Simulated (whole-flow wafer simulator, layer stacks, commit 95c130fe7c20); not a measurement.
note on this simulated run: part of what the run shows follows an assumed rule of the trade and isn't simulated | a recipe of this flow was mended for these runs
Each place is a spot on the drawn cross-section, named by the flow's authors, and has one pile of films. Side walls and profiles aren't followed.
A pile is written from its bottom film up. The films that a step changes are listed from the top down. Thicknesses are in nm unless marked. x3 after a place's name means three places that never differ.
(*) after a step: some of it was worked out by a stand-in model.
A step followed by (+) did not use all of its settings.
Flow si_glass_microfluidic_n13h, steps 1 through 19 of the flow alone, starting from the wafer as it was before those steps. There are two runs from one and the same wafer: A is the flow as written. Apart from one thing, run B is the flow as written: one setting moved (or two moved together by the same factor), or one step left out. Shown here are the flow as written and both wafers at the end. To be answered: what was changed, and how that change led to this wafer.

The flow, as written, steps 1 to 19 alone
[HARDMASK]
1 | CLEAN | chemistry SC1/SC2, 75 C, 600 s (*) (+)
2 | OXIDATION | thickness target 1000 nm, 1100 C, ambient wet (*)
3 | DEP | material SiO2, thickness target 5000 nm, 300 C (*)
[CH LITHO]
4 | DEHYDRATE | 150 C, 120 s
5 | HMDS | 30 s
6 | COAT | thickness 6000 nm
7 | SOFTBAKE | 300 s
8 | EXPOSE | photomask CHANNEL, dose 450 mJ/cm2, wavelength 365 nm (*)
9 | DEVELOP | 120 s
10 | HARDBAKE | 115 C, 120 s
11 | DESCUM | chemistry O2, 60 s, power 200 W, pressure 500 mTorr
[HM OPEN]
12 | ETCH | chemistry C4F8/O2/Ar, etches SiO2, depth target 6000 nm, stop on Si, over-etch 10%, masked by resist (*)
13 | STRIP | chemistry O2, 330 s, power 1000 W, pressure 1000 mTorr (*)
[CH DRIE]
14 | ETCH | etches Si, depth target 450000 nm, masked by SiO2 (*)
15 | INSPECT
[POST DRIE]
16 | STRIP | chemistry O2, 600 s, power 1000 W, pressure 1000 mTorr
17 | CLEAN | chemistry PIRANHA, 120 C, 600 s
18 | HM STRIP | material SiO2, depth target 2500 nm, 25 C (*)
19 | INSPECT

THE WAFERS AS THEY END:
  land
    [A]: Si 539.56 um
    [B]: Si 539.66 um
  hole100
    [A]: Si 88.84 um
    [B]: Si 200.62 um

What caused this: step 2, OXIDATION: thickness target 760 nm was run, whereas the flow has thickness target 1000 nm; step 12, ETCH: depth target 4560 nm was run, where the flow has depth target 6000 nm.

The path from the change to this, step by step:
  2 | OXIDATION | thickness target 1000 nm, 1100 C, ambient wet (*)
      land, hole100: A SiO2 gains 1000 (new film), chemical SiO2 loses 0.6 (all of it), Si loses 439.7 | B SiO2 gains 760 (new film), chemical SiO2 loses 0.6 (all of it), Si loses 334.1
  12 | ETCH | chemistry C4F8/O2/Ar, etches SiO2, depth target 6000 nm, stop on Si, over-etch 10%, masked by resist (*)
      hole100: A SiO2 loses 6000 (all of it), Si loses 75 | B SiO2 loses 5016
      land: A thick-i-line-resist loses 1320 | B thick-i-line-resist loses 1003.2
  13 | STRIP | chemistry O2, 330 s, power 1000 W, pressure 1000 mTorr (*)
      hole100: A chemical SiO2 gains 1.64 (new film), Si loses 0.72 | B nothing
      land: A thick-i-line-resist loses 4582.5 (all of it) | B thick-i-line-resist loses 4899.3 (all of it)
  14 | ETCH | etches Si, depth target 450000 nm, masked by SiO2 (*)
      hole100: A chemical SiO2 loses 1.64 (all of it), Si loses 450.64 um | B SiO2 loses 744 (all of it), Si loses 339.04 um
  18 | HM STRIP | material SiO2, depth target 2500 nm, 25 C (*)
      land: A SiO2 loses 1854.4 (all of it) | B SiO2 loses 1615.3 (all of it)
